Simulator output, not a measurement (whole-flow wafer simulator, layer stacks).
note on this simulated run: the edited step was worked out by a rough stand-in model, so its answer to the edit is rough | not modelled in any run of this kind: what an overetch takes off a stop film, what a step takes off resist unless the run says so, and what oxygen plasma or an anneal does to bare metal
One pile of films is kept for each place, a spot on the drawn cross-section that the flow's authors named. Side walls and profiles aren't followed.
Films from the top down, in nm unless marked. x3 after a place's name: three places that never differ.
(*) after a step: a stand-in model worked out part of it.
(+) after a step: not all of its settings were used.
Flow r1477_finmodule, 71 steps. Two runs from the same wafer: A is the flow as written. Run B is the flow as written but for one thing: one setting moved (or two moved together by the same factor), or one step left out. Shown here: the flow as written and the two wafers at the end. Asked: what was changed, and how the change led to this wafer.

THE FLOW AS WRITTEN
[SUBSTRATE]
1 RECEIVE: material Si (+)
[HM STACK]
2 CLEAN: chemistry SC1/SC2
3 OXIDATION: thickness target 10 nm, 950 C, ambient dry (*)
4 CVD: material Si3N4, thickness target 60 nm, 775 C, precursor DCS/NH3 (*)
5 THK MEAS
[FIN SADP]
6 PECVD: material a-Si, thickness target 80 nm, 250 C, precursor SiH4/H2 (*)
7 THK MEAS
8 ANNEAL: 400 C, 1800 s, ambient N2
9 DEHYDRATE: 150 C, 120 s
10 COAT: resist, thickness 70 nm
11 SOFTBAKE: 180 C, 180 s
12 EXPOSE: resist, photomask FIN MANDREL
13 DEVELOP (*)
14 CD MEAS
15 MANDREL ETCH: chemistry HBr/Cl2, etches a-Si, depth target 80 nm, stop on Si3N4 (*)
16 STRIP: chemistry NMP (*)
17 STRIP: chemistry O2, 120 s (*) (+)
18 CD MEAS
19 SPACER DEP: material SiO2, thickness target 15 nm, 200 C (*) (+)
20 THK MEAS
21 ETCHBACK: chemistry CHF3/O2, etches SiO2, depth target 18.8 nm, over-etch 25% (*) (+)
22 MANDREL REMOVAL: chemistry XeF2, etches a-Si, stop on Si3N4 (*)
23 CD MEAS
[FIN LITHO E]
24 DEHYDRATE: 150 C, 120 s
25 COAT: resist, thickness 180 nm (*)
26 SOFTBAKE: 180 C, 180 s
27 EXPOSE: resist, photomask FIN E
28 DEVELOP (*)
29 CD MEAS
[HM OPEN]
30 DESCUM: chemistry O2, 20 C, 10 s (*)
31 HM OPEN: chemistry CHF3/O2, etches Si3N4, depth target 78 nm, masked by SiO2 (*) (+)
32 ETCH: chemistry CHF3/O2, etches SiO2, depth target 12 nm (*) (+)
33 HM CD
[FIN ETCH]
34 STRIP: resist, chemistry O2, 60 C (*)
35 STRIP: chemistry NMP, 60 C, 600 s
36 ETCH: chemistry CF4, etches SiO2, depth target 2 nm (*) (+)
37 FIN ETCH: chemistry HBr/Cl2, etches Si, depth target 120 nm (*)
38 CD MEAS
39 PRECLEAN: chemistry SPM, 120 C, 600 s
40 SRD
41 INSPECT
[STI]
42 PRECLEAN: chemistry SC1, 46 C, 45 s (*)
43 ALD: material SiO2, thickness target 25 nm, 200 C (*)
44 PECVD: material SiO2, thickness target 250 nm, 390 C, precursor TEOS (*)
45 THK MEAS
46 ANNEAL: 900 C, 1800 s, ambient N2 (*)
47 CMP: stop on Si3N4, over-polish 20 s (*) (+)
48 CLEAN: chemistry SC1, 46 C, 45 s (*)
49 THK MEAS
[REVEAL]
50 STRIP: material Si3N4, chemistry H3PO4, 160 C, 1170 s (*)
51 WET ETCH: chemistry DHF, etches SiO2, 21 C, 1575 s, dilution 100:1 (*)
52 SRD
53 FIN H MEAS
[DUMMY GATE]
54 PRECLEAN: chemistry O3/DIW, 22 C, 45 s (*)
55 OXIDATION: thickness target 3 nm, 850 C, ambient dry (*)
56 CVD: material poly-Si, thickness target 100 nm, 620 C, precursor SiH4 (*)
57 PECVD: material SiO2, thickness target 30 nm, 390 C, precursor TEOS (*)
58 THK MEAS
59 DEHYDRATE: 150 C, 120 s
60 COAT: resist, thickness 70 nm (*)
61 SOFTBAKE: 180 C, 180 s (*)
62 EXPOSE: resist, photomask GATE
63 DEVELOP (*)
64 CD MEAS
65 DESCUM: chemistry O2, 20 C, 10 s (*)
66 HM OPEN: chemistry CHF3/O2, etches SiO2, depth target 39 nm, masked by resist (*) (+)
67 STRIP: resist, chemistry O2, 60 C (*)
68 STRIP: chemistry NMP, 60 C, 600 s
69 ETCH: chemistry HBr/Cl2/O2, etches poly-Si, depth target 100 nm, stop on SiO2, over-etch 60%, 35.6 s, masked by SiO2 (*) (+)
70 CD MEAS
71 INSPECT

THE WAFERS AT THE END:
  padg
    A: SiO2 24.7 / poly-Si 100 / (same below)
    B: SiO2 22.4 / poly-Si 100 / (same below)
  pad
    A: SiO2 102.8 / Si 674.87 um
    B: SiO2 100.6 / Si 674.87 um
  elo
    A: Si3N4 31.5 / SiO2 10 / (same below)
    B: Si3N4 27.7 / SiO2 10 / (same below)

The cause: step 69, ETCH: depth target 142.5 nm was run, where the flow has depth target 100 nm; step 69, ETCH: 50.7 s was run, where the flow has 35.6 s.

How the change led to this, step by step:
  69 ETCH: chemistry HBr/Cl2/O2, etches poly-Si, depth target 100 nm, stop on SiO2, over-etch 60%, 35.6 s, masked by SiO2 (*) (+)
      padg, elg, esg and 15 more: A SiO2 -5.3 | B SiO2 -7.55
      pad, eso, e40so and 8 more: A chemical SiO2 -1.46 (all of it), poly-Si -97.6 (all of it), SiO2 -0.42 | B chemical SiO2 -1.46 (all of it), poly-Si -97.6 (all of it), SiO2 -2.67
      (and at 7 more places)
